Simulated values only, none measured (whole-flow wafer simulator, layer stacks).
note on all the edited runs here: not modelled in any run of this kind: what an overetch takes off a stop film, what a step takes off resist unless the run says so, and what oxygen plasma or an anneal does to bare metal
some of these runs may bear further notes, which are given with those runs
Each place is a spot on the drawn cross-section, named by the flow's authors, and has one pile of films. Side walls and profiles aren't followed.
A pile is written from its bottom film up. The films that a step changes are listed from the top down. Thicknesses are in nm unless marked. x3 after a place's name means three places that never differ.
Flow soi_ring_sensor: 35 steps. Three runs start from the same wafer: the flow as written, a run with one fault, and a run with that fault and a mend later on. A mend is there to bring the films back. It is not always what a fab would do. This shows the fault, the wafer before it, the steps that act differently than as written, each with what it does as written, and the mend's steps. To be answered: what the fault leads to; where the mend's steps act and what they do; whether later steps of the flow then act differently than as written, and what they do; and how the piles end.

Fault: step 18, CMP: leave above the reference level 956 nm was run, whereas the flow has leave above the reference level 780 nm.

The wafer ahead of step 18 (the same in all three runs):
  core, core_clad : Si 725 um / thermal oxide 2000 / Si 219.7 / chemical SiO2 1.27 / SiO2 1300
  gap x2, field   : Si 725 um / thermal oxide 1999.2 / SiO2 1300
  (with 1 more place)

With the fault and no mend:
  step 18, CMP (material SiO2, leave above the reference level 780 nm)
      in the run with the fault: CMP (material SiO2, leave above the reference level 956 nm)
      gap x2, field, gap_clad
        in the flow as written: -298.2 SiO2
        in the run with the fault: -122.2 SiO2
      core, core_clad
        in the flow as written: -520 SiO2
        in the run with the fault: -344 SiO2
  Steps further on in the flow that do not act as written:
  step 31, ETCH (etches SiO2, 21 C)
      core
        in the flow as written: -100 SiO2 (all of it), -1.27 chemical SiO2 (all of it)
        in the run with the fault: -276 SiO2 (all of it), -1.27 chemical SiO2 (all of it)
  At field, core_clad, the piles at the end differ from the flow's by more than 2% or 0.5 nm, whichever is larger.
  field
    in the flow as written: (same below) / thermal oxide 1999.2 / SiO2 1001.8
    in the run with the fault: (same below) / thermal oxide 1999.2 / SiO2 1177.8
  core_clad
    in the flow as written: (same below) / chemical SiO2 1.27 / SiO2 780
    in the run with the fault: (same below) / chemical SiO2 1.27 / SiO2 956

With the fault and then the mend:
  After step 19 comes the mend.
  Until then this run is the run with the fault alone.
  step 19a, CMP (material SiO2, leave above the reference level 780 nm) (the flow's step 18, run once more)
      core, gap x2, field, core_clad, gap_clad
        -176 SiO2
  Every later step of the flow that is run acts as written at every place that is followed.
  By the end, the piles equal the flow's at every place that both follow.
